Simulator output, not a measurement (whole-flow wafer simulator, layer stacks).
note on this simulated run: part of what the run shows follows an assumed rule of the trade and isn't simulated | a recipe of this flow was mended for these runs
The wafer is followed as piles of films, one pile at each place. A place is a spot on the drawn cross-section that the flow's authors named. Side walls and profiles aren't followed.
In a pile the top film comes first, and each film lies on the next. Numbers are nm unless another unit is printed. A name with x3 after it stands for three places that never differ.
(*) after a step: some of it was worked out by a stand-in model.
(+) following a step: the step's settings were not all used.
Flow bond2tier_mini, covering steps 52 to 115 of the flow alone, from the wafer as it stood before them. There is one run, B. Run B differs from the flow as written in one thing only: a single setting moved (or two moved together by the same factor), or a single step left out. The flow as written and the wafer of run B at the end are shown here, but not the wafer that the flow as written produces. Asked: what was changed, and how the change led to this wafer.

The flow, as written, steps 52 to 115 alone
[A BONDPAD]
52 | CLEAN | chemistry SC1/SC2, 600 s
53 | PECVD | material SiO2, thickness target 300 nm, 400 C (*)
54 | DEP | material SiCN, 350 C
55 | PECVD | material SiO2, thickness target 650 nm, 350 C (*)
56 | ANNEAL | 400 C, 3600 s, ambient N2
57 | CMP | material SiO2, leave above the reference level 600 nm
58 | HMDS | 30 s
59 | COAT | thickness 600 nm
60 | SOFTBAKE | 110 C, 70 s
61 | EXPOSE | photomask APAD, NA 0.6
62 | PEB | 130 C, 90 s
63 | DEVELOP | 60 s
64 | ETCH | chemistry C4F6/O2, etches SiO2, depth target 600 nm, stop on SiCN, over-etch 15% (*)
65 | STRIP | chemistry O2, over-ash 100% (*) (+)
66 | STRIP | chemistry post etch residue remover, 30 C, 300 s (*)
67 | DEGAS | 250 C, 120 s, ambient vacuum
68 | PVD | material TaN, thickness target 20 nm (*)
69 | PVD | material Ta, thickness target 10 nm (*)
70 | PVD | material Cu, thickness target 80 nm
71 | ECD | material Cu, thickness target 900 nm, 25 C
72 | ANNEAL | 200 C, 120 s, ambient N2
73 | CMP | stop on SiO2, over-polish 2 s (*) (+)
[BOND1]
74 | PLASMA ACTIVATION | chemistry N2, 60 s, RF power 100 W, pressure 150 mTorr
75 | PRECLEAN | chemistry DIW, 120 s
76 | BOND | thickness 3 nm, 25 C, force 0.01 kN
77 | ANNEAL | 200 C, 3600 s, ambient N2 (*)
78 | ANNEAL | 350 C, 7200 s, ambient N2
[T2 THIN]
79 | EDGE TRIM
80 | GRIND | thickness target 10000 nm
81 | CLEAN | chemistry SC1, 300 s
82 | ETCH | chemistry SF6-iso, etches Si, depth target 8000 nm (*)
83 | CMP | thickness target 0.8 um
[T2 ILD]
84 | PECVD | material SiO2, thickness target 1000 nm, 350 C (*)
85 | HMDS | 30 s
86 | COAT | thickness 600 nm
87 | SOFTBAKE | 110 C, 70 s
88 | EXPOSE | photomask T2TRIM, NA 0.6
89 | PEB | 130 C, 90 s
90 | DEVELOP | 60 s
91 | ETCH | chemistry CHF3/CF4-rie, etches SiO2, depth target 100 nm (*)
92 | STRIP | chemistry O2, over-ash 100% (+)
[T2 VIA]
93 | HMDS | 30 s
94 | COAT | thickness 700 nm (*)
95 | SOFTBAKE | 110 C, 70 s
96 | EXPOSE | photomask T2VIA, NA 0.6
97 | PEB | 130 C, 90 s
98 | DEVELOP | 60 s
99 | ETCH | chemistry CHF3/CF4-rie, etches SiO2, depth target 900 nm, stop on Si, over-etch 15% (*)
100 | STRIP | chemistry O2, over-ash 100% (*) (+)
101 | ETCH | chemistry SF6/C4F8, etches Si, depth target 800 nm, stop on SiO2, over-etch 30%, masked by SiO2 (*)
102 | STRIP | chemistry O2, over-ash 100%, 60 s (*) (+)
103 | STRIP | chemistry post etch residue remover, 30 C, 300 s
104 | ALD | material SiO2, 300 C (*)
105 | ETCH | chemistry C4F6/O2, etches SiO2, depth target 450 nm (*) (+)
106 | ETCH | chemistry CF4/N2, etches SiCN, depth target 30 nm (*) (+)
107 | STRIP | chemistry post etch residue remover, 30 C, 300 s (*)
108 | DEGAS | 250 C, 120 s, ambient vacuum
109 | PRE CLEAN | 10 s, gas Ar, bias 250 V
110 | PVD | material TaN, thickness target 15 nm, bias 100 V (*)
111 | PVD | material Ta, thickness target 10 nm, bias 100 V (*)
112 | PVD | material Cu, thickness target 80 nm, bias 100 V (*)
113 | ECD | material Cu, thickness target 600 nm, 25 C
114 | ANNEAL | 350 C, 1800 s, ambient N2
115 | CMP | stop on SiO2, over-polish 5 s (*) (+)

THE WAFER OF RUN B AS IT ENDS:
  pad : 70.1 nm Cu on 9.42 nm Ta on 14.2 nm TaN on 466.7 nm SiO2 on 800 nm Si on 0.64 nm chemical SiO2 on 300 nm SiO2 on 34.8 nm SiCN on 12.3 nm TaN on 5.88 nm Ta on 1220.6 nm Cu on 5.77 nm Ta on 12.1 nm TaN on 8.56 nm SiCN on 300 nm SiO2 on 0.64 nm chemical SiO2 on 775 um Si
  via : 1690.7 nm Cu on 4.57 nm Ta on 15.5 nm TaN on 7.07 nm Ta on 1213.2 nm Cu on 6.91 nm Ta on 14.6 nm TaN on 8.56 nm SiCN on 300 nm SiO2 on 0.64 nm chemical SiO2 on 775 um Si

Cause: step 64, ETCH: depth target 735.4 nm was run, though the flow has depth target 600 nm.

Step by step, how the change led to this:
  64 | ETCH | chemistry C4F6/O2, etches SiO2, depth target 600 nm, stop on SiCN, over-etch 15% (*)
      pad, via: -600 SiO2 (all of it), -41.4 SiCN (as written it would have been: -600 SiO2 (all of it), -15.2 SiCN)
      field: -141 thick-KrF-resist (as written it would have been: -115 thick-KrF-resist)
  65 | STRIP | chemistry O2, over-ash 100% (*) (+)
      field: -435 thick-KrF-resist (all of it) (as written it would have been: -460.9 thick-KrF-resist (all of it))
  70 | PVD | material Cu, thickness target 80 nm
      via: +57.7 Cu (new film) (as written it would have been: +59 Cu (new film))
